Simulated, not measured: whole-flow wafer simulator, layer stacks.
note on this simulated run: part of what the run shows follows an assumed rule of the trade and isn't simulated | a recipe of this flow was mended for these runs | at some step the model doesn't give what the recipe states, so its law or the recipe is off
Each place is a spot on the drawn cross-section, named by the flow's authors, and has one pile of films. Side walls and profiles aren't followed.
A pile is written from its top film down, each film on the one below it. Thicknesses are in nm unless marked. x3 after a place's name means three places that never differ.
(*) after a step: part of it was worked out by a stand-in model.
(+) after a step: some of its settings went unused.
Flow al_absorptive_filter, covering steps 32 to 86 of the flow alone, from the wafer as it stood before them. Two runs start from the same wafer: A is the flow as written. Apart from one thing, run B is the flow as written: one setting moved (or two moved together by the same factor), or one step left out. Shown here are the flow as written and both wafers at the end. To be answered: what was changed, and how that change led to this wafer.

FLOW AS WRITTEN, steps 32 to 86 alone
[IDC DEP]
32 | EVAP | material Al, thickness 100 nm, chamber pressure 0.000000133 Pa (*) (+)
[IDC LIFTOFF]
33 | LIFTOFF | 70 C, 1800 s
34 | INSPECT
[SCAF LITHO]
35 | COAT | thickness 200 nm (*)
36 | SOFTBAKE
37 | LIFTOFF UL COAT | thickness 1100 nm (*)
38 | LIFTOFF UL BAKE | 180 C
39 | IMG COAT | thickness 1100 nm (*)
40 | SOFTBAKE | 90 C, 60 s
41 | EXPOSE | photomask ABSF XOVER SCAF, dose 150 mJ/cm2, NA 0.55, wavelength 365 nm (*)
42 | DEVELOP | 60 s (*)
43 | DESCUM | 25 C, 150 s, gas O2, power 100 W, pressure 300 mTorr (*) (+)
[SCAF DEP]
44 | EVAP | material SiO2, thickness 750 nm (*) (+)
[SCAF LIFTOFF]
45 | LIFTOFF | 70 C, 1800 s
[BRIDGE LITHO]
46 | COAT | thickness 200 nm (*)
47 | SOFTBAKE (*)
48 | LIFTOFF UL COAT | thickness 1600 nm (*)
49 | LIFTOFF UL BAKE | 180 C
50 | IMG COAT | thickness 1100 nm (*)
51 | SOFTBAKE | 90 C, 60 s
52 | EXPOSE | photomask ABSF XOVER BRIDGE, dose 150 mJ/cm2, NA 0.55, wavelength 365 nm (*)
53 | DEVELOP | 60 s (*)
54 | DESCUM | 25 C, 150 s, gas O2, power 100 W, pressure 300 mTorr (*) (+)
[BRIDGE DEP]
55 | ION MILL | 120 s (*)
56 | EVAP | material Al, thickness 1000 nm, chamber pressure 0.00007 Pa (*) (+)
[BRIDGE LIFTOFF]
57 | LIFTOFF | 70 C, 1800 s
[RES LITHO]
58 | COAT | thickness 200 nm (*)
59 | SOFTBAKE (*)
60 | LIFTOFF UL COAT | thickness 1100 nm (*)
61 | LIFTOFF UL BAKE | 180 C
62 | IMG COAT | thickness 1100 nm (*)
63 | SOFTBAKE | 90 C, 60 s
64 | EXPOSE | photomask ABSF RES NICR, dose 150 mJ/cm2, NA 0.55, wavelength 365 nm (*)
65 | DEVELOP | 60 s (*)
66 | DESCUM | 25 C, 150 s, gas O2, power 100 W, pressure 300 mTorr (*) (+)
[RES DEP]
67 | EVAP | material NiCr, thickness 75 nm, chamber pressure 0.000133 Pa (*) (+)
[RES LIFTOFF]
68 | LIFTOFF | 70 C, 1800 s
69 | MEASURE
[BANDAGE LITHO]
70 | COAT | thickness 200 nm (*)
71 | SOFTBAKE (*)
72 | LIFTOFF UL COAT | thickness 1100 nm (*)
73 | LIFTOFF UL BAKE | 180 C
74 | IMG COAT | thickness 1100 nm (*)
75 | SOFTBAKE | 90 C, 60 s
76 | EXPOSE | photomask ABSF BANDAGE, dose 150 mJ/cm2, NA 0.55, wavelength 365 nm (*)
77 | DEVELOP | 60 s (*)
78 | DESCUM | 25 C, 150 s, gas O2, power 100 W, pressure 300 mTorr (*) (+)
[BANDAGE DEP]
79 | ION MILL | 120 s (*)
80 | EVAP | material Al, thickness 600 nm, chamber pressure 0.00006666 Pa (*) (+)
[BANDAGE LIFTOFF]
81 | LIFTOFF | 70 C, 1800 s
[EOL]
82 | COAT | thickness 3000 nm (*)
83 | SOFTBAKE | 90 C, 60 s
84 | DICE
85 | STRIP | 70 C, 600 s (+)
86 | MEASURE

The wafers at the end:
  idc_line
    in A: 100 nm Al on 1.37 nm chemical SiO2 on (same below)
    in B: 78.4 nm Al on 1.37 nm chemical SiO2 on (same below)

Cause: step 32, EVAP: thickness 78.4 nm was run, though the flow has thickness 100 nm.
The wafer itself shows it: idc_line has Al 78.4, and step 32 as written asks for 100 nm.

The path from the change to this, step by step:
  32 | EVAP | material Al, thickness 100 nm, chamber pressure 0.000000133 Pa (*) (+)
      gnd, pad_far, pad_near and 11 more: A Al gains 100 (new film) | B Al gains 78.4 (new film)
  33 | LIFTOFF | 70 C, 1800 s
      gnd, xa_field, xa_margin, xa_strip, xl_land, idc_field, idc_space: A Al loses 100 (all of it), e-beam-resist loses 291 (all of it) | B Al loses 78.4 (all of it), e-beam-resist loses 291 (all of it)
      pad_far: A Al loses 100 (all of it), e-beam-resist loses 287 (all of it) | B Al loses 78.4 (all of it), e-beam-resist loses 287 (all of it)
      (also at 5 further places)
  35 | COAT | thickness 200 nm (*)
      idc_line: A acrylic-e-beam-resist gains 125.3 (new film) | B acrylic-e-beam-resist gains 140.4 (new film)
      idc_space: A acrylic-e-beam-resist gains 228.2 (new film) | B acrylic-e-beam-resist gains 221 (new film)
  45 | LIFTOFF | 70 C, 1800 s
      idc_line: A SiO2 loses 750 (all of it), i-line-resist loses 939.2 (all of it), lift-off-underlayer loses 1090 (all of it), acrylic-e-beam-resist loses 125.3 (all of it) | B SiO2 loses 750 (all of it), i-line-resist loses 939.2 (all of it), lift-off-underlayer loses 1092.8 (all of it), acrylic-e-beam-resist loses 140.4 (all of it)
      idc_space: A SiO2 loses 750 (all of it), i-line-resist loses 939.1 (all of it), lift-off-underlayer loses 1087.8 (all of it), acrylic-e-beam-resist loses 228.2 (all of it) | B SiO2 loses 750 (all of it), i-line-resist loses 939.2 (all of it), lift-off-underlayer loses 1091.3 (all of it), acrylic-e-beam-resist loses 221 (all of it)
  46 | COAT | thickness 200 nm (*)
      idc_line: A acrylic-e-beam-resist gains 129.8 (new film) | B acrylic-e-beam-resist gains 143.8 (new film)
      idc_space: A acrylic-e-beam-resist gains 229.8 (new film) | B acrylic-e-beam-resist gains 222.4 (new film)
  57 | LIFTOFF | 70 C, 1800 s
      idc_line: A Al loses 1000 (all of it), i-line-resist loses 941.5 (all of it), lift-off-underlayer loses 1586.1 (all of it), acrylic-e-beam-resist loses 129.8 (all of it) | B Al loses 1000 (all of it), i-line-resist loses 941.6 (all of it), lift-off-underlayer loses 1589.9 (all of it), acrylic-e-beam-resist loses 143.8 (all of it)
      idc_space: A Al loses 1000 (all of it), i-line-resist loses 941.5 (all of it), lift-off-underlayer loses 1586.9 (all of it), acrylic-e-beam-resist loses 229.8 (all of it) | B Al loses 1000 (all of it), i-line-resist loses 941.6 (all of it), lift-off-underlayer loses 1590.4 (all of it), acrylic-e-beam-resist loses 222.4 (all of it)
  58 | COAT | thickness 200 nm (*)
      idc_line: A acrylic-e-beam-resist gains 129.8 (new film) | B acrylic-e-beam-resist gains 143.8 (new film)
      idc_space: A acrylic-e-beam-resist gains 229.8 (new film) | B acrylic-e-beam-resist gains 222.4 (new film)
  68 | LIFTOFF | 70 C, 1800 s
      idc_line: A NiCr loses 75 (all of it), i-line-resist loses 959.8 (all of it), lift-off-underlayer loses 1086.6 (all of it), acrylic-e-beam-resist loses 129.8 (all of it) | B NiCr loses 75 (all of it), i-line-resist loses 959.9 (all of it), lift-off-underlayer loses 1090.3 (all of it), acrylic-e-beam-resist loses 143.8 (all of it)
      idc_space: A NiCr loses 75 (all of it), i-line-resist loses 959.8 (all of it), lift-off-underlayer loses 1087.4 (all of it), acrylic-e-beam-resist loses 229.8 (all of it) | B NiCr loses 75 (all of it), i-line-resist loses 959.9 (all of it), lift-off-underlayer loses 1090.8 (all of it), acrylic-e-beam-resist loses 222.4 (all of it)
  70 | COAT | thickness 200 nm (*)
      idc_line: A acrylic-e-beam-resist gains 129.8 (new film) | B acrylic-e-beam-resist gains 143.8 (new film)
      idc_space: A acrylic-e-beam-resist gains 229.8 (new film) | B acrylic-e-beam-resist gains 222.4 (new film)
  81 | LIFTOFF | 70 C, 1800 s
      idc_line: A Al loses 600 (all of it), i-line-resist loses 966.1 (all of it), lift-off-underlayer loses 1086.6 (all of it), acrylic-e-beam-resist loses 129.8 (all of it) | B Al loses 600 (all of it), i-line-resist loses 966.2 (all of it), lift-off-underlayer loses 1090.3 (all of it), acrylic-e-beam-resist loses 143.8 (all of it)
      idc_space: A Al loses 600 (all of it), i-line-resist loses 966.1 (all of it), lift-off-underlayer loses 1087.4 (all of it), acrylic-e-beam-resist loses 229.8 (all of it) | B Al loses 600 (all of it), i-line-resist loses 966.2 (all of it), lift-off-underlayer loses 1090.8 (all of it), acrylic-e-beam-resist loses 222.4 (all of it)
